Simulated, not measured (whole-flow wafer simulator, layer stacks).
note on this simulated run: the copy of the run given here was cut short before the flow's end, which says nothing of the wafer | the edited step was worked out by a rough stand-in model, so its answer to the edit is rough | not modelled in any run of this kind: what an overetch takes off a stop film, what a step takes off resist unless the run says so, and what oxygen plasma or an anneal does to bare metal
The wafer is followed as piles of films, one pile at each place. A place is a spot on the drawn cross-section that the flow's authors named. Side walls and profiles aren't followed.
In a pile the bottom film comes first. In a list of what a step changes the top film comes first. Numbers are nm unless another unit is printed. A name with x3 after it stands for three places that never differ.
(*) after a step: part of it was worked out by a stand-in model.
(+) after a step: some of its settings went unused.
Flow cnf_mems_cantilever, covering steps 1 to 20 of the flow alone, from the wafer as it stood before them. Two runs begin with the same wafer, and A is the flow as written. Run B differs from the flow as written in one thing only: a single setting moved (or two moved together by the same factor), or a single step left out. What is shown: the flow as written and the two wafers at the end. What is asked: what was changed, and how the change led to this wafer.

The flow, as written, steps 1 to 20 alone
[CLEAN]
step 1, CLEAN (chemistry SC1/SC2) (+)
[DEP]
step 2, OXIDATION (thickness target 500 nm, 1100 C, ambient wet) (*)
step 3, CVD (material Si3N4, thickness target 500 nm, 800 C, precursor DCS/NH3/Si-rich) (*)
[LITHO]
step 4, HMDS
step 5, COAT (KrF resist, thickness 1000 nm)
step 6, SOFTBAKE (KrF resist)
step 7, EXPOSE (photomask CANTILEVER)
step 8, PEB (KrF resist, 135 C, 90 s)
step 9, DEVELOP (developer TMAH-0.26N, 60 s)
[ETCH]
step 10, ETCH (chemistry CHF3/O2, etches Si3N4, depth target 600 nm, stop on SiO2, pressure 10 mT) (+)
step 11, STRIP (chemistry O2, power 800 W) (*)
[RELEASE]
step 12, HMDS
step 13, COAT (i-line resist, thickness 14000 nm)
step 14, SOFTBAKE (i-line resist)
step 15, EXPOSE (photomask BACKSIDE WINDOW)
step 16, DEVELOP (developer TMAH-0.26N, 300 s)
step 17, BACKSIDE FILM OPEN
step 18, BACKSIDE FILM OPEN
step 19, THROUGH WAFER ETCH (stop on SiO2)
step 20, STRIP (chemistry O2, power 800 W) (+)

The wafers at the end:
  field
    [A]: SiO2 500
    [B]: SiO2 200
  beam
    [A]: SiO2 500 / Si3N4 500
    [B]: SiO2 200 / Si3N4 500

What caused this: step 2, OXIDATION: thickness target 200 nm was run, whereas the flow has thickness target 500 nm.
One can read it off the wafer: field has SiO2 200, and step 2 as written asks for 500 nm.

The path from the change to this, step by step:
  step 2, OXIDATION (thickness target 500 nm, 1100 C, ambient wet) (*)
      field, beam: A +500 SiO2 (new film), -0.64 chemical SiO2 (all of it), -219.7 Si | B +200 SiO2 (new film), -0.64 chemical SiO2 (all of it), -87.7 Si
  step 19, THROUGH WAFER ETCH (stop on SiO2)
      field: A under 1 film: -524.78 um Si (all of it) | B under 1 film: -524.91 um Si (all of it)
      beam: A under 2 films: -524.78 um Si (all of it) | B under 2 films: -524.91 um Si (all of it)
